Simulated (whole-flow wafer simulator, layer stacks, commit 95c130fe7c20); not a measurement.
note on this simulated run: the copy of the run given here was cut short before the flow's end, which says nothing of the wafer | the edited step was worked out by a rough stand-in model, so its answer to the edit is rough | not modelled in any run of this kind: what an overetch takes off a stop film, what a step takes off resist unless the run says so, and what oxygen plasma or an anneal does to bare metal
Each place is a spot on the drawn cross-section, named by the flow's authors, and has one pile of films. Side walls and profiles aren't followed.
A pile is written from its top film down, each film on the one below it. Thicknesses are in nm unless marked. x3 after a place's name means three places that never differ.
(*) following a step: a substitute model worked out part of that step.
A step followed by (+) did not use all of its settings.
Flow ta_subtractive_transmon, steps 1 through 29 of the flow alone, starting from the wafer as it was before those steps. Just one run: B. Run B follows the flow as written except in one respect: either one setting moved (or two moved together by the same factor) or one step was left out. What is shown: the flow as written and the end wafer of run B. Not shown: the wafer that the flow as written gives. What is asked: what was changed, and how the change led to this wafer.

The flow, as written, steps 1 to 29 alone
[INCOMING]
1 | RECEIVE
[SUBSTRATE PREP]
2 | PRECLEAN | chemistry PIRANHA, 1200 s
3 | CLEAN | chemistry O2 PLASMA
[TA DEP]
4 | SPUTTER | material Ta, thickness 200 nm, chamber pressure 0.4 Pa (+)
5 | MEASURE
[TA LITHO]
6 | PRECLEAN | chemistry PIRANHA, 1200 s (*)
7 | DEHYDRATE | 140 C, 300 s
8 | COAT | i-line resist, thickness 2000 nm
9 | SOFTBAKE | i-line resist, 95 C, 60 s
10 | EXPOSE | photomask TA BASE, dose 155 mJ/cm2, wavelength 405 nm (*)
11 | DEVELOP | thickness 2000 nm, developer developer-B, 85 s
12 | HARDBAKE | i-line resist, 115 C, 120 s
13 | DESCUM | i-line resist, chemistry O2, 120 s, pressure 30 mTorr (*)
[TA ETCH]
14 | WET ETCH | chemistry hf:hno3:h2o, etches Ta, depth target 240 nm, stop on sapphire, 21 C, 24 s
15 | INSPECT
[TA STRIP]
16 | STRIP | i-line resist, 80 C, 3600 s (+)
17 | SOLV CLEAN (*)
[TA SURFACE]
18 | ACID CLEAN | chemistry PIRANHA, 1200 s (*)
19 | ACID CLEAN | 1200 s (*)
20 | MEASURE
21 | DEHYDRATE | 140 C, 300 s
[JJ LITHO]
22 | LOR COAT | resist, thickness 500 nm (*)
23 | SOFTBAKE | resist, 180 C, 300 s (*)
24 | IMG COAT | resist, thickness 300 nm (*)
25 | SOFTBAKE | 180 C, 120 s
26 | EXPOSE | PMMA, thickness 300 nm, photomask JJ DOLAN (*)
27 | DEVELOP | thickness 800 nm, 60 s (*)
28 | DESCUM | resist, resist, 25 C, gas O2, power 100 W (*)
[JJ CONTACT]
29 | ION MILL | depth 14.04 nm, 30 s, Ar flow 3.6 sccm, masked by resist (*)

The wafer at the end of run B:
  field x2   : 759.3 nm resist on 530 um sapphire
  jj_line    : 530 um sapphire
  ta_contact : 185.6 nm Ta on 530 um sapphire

What caused this: step 29, ION MILL: depth 21.05 nm was run, whereas the flow has depth 14.04 nm; step 29, ION MILL: 45 s was run, where the flow has 30 s.

The path from the change to this, step by step:
  29 | ION MILL | depth 14.04 nm, 30 s, Ar flow 3.6 sccm, masked by resist (*)
      field x2, ta_pad: resist loses 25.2 (as written it would have been: resist loses 16.8)
      jj_line, lead: sapphire loses 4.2 (as written it would have been: sapphire loses 2.8)
      (and at 1 other place as well)
